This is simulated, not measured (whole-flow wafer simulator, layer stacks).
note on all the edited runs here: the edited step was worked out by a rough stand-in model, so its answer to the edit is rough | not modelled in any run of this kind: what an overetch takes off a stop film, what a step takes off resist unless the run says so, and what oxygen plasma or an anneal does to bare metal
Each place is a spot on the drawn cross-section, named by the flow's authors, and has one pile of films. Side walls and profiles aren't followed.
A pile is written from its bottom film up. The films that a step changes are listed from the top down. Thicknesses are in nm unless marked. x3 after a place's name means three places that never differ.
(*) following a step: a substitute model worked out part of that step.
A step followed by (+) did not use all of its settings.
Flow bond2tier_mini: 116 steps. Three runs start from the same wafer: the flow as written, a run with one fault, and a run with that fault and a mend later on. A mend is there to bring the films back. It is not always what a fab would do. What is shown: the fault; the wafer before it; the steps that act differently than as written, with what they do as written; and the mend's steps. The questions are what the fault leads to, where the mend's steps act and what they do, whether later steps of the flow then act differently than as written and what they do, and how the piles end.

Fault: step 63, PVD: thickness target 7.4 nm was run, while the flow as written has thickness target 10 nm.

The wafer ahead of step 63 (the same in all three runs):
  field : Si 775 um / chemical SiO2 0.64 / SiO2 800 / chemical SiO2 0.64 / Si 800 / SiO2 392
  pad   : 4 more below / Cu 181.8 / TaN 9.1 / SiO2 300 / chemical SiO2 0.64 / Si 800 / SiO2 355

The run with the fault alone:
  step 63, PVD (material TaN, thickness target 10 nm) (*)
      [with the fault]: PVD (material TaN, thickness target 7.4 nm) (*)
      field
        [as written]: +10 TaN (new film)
        [with the fault]: +7.4 TaN (new film)
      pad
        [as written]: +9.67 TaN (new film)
        [with the fault]: +7.15 TaN (new film)
  Later steps of the flow acting differently than as written (not shown: 1 more step that differs only slightly, by at most 2% or 0.5 nm, whichever is larger):
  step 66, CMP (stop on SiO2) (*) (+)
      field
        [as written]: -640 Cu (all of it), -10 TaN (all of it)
        [with the fault]: -640 Cu (all of it), -7.4 TaN (all of it)
  The piles end different from the flow's at pad by more than 2% or 0.5 nm, whichever is larger.
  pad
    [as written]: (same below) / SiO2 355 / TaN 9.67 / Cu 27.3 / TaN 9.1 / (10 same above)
    [with the fault]: (same below) / SiO2 355 / TaN 7.15 / Cu 29.8 / TaN 9.1 / (10 same above)

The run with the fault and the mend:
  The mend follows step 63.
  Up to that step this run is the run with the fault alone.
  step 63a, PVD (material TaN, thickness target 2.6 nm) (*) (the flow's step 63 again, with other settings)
      field
        +2.6 TaN
      pad
        +2.51 TaN
  None of the later steps of the flow acts differently than as written at any place that is followed.
  At every place that both follow, the piles at the end match the flow's.
